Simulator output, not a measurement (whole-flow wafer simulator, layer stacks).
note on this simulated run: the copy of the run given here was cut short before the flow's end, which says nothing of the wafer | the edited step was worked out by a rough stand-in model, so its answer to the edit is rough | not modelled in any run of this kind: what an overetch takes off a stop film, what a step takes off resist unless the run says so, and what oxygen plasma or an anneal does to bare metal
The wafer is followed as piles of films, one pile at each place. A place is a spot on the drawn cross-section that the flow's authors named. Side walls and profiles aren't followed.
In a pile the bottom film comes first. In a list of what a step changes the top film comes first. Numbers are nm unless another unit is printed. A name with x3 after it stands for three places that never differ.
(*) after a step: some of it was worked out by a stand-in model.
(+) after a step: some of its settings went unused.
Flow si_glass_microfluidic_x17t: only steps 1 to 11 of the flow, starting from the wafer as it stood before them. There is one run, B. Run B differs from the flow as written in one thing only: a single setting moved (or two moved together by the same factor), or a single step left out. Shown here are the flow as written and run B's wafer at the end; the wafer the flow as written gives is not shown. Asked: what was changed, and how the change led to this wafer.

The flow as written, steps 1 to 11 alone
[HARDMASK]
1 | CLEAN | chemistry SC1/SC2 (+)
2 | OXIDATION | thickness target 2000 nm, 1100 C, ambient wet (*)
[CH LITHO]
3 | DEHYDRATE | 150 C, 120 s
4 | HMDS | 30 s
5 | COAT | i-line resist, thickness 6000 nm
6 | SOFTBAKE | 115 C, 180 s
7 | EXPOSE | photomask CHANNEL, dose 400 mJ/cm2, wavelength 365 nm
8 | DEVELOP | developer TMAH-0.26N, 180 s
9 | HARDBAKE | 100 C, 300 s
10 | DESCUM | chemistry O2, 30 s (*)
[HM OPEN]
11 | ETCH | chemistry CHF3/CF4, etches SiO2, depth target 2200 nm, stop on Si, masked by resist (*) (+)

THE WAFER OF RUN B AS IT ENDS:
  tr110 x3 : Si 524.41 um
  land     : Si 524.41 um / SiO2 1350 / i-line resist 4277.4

What caused this: step 2, OXIDATION: thickness target 1350 nm was run, whereas the flow has thickness target 2000 nm.
The wafer lets one read it off: land has SiO2 1350, and step 2 as written asks for 2000 nm.

The path from the change to this, step by step:
  2 | OXIDATION | thickness target 2000 nm, 1100 C, ambient wet (*)
      land, tr110 x3: +1350 SiO2 (new film), -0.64 chemical SiO2 (all of it), -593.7 Si (as written it would have been: +2000 SiO2 (new film), -0.64 chemical SiO2 (all of it), -879.7 Si)
  11 | ETCH | chemistry CHF3/CF4, etches SiO2, depth target 2200 nm, stop on Si, masked by resist (*) (+)
      tr110 x3: -1350 SiO2 (all of it) (as written it would have been: -2000 SiO2 (all of it))
      land: -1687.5 i-line resist (as written it would have been: -1833.3 i-line resist)
